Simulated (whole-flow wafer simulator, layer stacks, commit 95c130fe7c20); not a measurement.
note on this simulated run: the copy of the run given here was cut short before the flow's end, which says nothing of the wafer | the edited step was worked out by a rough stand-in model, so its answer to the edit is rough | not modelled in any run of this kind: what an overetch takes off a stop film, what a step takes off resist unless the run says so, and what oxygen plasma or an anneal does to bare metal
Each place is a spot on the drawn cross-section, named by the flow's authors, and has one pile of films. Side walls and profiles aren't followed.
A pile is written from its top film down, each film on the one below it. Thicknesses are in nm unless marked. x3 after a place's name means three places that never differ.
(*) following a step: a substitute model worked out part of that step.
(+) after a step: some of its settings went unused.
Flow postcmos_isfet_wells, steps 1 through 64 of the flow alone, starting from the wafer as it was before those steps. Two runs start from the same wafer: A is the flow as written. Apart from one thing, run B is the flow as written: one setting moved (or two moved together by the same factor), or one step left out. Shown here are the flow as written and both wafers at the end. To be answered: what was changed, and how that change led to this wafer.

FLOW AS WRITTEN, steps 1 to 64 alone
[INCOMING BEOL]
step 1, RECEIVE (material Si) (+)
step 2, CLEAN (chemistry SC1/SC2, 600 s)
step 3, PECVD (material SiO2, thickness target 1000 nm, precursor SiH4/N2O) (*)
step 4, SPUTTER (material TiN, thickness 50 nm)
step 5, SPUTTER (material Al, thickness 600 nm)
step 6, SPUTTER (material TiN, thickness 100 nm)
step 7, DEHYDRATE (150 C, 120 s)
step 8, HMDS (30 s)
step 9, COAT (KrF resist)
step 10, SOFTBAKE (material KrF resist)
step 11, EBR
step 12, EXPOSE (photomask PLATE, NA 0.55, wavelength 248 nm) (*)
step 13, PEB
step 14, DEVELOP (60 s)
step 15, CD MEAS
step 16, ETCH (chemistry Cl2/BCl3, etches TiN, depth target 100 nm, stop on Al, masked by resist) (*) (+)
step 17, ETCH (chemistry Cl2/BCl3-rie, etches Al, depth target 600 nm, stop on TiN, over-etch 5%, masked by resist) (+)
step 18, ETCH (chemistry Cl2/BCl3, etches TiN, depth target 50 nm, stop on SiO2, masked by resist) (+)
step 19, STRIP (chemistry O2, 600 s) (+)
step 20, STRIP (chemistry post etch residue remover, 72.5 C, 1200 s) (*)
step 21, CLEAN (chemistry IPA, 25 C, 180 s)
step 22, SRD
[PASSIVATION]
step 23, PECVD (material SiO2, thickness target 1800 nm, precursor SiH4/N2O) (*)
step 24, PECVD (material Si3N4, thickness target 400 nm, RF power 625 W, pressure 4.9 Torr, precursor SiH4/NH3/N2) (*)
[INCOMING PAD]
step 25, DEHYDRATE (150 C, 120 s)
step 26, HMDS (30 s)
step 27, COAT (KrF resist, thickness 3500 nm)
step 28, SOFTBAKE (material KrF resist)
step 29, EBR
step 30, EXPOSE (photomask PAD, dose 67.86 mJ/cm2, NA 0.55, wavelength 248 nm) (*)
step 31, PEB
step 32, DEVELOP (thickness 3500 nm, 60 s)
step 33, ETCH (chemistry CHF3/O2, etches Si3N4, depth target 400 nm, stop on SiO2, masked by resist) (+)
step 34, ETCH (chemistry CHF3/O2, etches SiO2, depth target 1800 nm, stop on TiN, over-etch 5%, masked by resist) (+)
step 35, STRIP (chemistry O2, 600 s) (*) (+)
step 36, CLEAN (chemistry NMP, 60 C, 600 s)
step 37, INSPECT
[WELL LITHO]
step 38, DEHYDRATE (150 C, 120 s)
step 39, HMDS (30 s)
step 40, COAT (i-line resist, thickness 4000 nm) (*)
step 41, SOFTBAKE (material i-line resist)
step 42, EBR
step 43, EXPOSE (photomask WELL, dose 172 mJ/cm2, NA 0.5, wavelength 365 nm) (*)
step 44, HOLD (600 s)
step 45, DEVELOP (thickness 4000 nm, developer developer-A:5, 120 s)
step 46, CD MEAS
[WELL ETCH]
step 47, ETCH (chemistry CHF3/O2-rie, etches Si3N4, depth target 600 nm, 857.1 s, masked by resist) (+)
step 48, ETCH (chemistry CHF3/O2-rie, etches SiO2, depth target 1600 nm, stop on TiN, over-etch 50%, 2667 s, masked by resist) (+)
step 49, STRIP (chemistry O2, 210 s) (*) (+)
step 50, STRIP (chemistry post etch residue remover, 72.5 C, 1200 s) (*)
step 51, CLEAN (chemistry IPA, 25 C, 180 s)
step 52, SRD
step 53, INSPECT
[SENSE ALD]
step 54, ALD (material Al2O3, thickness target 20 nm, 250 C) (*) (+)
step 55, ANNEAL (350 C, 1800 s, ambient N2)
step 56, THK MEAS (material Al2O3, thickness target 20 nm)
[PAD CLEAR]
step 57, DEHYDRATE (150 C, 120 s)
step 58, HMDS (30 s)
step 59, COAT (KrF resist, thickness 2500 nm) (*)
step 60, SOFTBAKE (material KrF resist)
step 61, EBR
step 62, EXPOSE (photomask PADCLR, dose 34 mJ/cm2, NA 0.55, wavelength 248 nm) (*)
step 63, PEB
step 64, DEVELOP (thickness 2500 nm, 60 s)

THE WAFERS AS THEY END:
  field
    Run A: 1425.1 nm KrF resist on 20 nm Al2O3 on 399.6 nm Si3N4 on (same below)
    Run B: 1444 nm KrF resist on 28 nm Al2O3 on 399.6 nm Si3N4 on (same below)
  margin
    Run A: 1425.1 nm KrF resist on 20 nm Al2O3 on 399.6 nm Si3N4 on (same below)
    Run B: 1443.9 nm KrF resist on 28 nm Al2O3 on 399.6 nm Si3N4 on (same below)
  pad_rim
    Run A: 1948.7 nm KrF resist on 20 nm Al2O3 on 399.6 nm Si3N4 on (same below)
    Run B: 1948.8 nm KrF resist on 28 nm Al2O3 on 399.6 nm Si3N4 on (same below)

What caused this: step 54, ALD: thickness target 28 nm was run, though the flow has thickness target 20 nm.
One can read it off the wafer: field has Al2O3 28, and step 54 as written asks for 20 nm.

The path from the change to this, step by step:
  step 54, ALD (material Al2O3, thickness target 20 nm, 250 C) (*) (+)
      field, margin, well900, well1300 x3, pad_rim, pad_clr, pad_open: A Al2O3 gains 20 (new film) | B Al2O3 gains 28 (new film)
